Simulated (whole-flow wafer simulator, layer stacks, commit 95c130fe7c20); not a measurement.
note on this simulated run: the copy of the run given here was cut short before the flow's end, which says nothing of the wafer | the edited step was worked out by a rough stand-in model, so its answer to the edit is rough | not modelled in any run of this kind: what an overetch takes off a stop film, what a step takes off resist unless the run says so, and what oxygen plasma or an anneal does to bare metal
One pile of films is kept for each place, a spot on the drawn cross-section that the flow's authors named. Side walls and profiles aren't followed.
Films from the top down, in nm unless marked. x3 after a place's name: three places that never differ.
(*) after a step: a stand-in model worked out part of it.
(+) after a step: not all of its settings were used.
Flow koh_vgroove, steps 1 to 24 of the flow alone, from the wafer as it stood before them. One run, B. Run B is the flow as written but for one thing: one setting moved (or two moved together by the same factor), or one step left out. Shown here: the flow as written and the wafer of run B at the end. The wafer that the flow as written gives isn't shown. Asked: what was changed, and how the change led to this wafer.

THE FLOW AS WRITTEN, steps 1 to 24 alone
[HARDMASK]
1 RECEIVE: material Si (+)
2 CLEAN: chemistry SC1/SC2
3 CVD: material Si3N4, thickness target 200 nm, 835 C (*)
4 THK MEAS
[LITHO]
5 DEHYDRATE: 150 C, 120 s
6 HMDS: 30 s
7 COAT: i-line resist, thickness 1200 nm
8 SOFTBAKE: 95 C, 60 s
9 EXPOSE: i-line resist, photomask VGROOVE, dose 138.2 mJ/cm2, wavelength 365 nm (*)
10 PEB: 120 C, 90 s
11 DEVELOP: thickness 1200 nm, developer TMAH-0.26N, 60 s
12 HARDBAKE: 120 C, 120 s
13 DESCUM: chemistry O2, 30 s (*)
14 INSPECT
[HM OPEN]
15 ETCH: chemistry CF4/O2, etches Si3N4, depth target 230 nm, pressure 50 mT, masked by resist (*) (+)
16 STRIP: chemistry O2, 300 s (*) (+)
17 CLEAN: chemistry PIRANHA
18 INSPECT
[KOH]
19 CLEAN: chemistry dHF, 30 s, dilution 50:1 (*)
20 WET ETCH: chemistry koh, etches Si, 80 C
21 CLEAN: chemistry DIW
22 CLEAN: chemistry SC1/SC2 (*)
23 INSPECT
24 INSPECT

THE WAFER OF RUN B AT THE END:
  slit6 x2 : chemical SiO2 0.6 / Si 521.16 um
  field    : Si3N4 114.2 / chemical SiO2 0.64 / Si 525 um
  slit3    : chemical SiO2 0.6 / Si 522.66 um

The cause: step 3, CVD: thickness target 115 nm was run, where the flow has thickness target 200 nm.

How the change led to this, step by step:
  3 CVD: material Si3N4, thickness target 200 nm, 835 C (*)
      field, slit3, slit2, slit6 x2: Si3N4 +115 (new film) (as written it would be: Si3N4 +200 (new film))
  15 ETCH: chemistry CF4/O2, etches Si3N4, depth target 230 nm, pressure 50 mT, masked by resist (*) (+)
      slit3, slit2, slit6 x2: Si3N4 -115 (all of it), chemical SiO2 -0.64 (all of it), Si -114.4 (as written it would be: Si3N4 -200 (all of it), chemical SiO2 -0.64 (all of it), Si -29.4)
